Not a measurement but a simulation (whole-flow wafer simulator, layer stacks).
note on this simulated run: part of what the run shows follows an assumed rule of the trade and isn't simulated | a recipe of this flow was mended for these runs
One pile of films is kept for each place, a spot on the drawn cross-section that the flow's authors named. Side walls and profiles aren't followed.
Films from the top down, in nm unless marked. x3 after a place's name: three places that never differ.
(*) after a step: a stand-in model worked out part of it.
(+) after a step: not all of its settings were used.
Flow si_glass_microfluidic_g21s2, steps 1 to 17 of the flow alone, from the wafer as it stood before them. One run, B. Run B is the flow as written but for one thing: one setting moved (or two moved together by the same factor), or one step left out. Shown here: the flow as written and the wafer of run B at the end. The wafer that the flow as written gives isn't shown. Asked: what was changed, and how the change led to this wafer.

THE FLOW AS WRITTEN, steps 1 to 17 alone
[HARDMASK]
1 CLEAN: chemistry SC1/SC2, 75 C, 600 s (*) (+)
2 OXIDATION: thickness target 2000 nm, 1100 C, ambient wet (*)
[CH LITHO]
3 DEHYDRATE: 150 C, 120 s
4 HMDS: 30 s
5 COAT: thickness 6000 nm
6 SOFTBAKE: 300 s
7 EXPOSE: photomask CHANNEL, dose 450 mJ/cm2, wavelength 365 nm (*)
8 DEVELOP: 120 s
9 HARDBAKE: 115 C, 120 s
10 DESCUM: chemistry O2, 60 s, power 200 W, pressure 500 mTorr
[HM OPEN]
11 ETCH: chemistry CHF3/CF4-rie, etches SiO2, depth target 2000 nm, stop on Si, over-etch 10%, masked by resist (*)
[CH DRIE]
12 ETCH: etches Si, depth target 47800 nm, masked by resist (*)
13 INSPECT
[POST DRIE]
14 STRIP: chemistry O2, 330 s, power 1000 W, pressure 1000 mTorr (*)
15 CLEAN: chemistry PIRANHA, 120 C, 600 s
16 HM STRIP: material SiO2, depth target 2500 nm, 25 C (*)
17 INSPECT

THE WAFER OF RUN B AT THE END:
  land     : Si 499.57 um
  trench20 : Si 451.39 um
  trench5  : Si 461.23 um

The cause: step 2, OXIDATION: 935 C was run, where the flow has 1100 C.

How the change led to this, step by step:
  2 OXIDATION: thickness target 2000 nm, 1100 C, ambient wet (*)
      land, trench20, trench5, trench200: SiO2 +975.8 (new film), chemical SiO2 -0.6 (all of it), Si -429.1 (as written it would be: SiO2 +2000 (new film), chemical SiO2 -0.6 (all of it), Si -879.7)
  11 ETCH: chemistry CHF3/CF4-rie, etches SiO2, depth target 2000 nm, stop on Si, over-etch 10%, masked by resist (*)
      trench20, trench5, trench200: SiO2 -975.8 (all of it), Si -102 (as written it would be: SiO2 -2000 (all of it), Si -16.7)
      land: thick-i-line-resist -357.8 (as written it would be: thick-i-line-resist -733.3)
  12 ETCH: etches Si, depth target 47800 nm, masked by resist (*)
      trench5: Si -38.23 um (as written it would be: Si -38.09 um)
      trench200: Si -53.97 um (as written it would be: Si -54.08 um)
  14 STRIP: chemistry O2, 330 s, power 1000 W, pressure 1000 mTorr (*)
      land: thick-i-line-resist -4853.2 (all of it) (as written it would be: thick-i-line-resist -4476.3 (all of it))
  16 HM STRIP: material SiO2, depth target 2500 nm, 25 C (*)
      land: SiO2 -975.8 (all of it) (as written it would be: SiO2 -2000 (all of it))
